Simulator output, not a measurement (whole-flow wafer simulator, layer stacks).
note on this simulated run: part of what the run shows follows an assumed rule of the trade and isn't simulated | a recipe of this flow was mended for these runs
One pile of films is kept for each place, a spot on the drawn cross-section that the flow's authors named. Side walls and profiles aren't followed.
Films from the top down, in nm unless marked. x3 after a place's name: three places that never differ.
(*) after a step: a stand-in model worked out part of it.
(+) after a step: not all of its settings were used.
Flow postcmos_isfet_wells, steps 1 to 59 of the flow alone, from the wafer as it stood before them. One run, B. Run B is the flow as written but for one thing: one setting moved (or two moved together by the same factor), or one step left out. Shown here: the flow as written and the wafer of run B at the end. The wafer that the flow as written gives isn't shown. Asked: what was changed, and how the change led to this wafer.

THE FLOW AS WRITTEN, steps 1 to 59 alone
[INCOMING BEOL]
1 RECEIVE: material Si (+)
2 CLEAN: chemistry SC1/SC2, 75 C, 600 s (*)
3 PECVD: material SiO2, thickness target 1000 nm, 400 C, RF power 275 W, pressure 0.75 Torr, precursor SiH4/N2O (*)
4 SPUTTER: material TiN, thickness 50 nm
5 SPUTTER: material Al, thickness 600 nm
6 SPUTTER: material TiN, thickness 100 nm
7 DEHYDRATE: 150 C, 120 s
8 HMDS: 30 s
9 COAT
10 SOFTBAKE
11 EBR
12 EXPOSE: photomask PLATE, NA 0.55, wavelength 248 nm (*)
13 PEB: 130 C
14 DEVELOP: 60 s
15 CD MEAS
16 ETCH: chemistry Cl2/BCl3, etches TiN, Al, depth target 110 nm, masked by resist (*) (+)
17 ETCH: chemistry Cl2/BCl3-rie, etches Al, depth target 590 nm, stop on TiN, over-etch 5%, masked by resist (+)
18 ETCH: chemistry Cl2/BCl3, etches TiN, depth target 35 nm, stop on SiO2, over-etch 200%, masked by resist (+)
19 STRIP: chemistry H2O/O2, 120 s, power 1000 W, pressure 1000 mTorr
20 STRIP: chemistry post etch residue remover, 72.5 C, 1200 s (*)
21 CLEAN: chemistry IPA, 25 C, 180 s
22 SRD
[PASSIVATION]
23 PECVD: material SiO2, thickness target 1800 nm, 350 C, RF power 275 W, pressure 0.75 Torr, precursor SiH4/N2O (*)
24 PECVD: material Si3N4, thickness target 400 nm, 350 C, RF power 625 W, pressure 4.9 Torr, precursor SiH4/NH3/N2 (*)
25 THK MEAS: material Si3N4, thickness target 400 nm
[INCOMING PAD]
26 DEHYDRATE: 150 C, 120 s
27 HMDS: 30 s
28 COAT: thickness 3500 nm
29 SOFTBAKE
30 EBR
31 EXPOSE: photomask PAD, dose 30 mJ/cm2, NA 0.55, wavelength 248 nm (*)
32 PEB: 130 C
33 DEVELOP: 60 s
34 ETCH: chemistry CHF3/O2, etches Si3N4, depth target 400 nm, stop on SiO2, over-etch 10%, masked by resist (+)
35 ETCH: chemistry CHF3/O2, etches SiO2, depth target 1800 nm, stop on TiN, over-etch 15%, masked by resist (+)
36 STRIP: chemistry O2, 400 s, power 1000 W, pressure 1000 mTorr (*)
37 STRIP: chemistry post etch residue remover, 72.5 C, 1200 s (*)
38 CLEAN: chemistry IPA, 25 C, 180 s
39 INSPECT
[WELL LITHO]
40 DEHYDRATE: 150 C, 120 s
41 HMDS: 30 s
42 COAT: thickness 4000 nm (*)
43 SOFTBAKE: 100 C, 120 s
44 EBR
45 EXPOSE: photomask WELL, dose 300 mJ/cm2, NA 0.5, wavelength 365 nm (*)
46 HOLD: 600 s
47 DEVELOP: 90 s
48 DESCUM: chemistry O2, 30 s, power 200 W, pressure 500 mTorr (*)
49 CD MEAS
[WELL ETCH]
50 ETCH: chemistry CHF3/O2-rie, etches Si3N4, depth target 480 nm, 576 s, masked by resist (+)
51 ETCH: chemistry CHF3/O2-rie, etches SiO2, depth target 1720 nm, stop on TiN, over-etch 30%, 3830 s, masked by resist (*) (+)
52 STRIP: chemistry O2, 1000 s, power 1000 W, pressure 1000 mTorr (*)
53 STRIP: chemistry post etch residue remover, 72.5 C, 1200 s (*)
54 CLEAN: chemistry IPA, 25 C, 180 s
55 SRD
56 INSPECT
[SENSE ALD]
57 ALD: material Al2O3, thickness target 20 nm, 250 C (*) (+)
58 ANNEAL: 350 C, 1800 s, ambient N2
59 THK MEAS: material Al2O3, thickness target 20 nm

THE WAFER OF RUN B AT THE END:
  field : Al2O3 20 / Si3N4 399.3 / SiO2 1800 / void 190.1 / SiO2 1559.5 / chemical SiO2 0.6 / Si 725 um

The cause: step 18, ETCH: depth target 11 nm was run, where the flow has depth target 35 nm.

How the change led to this, step by step:
  18 ETCH: chemistry Cl2/BCl3, etches TiN, depth target 35 nm, stop on SiO2, over-etch 200%, masked by resist (+)
      margin x2, well900 x4, pad_clr, pad_open: thick-KrF-resist -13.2 (as written it would be: thick-KrF-resist -37.9)
      field: TiN -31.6 (all of it), SiO2 -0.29 (as written it would be: TiN -31.6 (all of it), SiO2 -14.7)
  19 STRIP: chemistry H2O/O2, 120 s, power 1000 W, pressure 1000 mTorr
      margin x2, well900 x4, pad_clr, pad_open: thick-KrF-resist -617 (all of it) (as written it would be: thick-KrF-resist -592.4 (all of it))
  23 PECVD: material SiO2, thickness target 1800 nm, 350 C, RF power 275 W, pressure 0.75 Torr, precursor SiH4/N2O (*)
      field: SiO2 +1800 (new film), void +190.1 (new film), SiO2 +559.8 (as written it would be: SiO2 +1800 (new film), void +201.1 (new film), SiO2 +563.2)
